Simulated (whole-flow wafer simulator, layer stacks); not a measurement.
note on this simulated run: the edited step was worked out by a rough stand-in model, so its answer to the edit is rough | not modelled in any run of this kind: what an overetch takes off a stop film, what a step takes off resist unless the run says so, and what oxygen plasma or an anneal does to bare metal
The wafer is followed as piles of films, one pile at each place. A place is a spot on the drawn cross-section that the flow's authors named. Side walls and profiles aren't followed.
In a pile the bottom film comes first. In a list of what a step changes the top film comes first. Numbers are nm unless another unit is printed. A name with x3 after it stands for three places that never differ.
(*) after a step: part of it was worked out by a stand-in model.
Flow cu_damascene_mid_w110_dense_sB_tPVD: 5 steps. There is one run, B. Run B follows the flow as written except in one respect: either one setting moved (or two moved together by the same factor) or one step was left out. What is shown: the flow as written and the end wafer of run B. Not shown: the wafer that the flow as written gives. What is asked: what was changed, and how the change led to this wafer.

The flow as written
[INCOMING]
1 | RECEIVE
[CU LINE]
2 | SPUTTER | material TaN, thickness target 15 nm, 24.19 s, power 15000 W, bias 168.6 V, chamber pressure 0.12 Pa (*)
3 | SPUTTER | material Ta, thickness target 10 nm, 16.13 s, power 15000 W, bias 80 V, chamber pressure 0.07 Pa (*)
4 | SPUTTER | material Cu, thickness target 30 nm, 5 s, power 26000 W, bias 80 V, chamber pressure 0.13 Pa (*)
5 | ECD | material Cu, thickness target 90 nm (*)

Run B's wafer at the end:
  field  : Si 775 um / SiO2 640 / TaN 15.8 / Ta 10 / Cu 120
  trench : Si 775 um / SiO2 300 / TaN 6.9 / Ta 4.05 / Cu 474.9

The reason: step 2, SPUTTER: bias 137 V was run, whereas the flow has bias 168.6 V.

Step by step, how the change led to this:
  2 | SPUTTER | material TaN, thickness target 15 nm, 24.19 s, power 15000 W, bias 168.6 V, chamber pressure 0.12 Pa (*)
      field: TaN gains 15.8 (new film) (in the flow as written it would be: TaN gains 15 (new film))
      trench: TaN gains 6.9 (new film) (in the flow as written it would be: TaN gains 6.23 (new film))
